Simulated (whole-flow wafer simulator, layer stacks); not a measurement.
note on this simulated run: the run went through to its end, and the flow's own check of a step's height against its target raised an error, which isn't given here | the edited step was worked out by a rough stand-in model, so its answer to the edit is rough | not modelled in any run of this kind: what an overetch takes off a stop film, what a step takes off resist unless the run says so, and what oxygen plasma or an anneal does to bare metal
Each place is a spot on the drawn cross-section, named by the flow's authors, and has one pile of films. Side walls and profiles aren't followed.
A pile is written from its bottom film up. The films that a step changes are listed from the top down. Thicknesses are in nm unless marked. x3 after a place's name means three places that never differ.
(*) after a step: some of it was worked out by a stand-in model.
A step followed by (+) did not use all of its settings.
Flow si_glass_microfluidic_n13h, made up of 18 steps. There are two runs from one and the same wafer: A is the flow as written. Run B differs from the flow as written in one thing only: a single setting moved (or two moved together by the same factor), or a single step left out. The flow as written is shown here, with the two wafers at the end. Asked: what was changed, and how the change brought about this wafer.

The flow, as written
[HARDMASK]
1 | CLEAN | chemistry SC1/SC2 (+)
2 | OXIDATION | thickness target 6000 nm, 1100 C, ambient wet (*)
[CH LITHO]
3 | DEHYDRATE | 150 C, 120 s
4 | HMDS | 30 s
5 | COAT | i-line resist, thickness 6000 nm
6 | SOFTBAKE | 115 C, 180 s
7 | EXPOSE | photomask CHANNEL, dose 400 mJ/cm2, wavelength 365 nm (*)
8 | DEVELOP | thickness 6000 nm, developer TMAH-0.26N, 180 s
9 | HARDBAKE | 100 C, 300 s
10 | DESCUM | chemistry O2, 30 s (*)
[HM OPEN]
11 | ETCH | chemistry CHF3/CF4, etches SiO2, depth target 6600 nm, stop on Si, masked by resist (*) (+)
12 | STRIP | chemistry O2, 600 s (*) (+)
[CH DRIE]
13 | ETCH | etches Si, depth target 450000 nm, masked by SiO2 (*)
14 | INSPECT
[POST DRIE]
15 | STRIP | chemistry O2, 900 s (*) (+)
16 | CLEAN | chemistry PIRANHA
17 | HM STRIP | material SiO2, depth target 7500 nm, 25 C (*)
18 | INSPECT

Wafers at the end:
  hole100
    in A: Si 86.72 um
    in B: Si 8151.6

The reason: step 13, ETCH: depth target 528800 nm was run, whereas the flow has depth target 450000 nm.

The path from the change to this, step by step:
  13 | ETCH | etches Si, depth target 450000 nm, masked by SiO2 (*)
      land: A -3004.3 SiO2 | B -3528 SiO2
      hole100: A -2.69 chemical SiO2 (all of it), -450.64 um Si | B -2.69 chemical SiO2 (all of it), -529.21 um Si
  17 | HM STRIP | material SiO2, depth target 7500 nm, 25 C (*)
      land: A -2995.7 SiO2 (all of it) | B -2472 SiO2 (all of it)
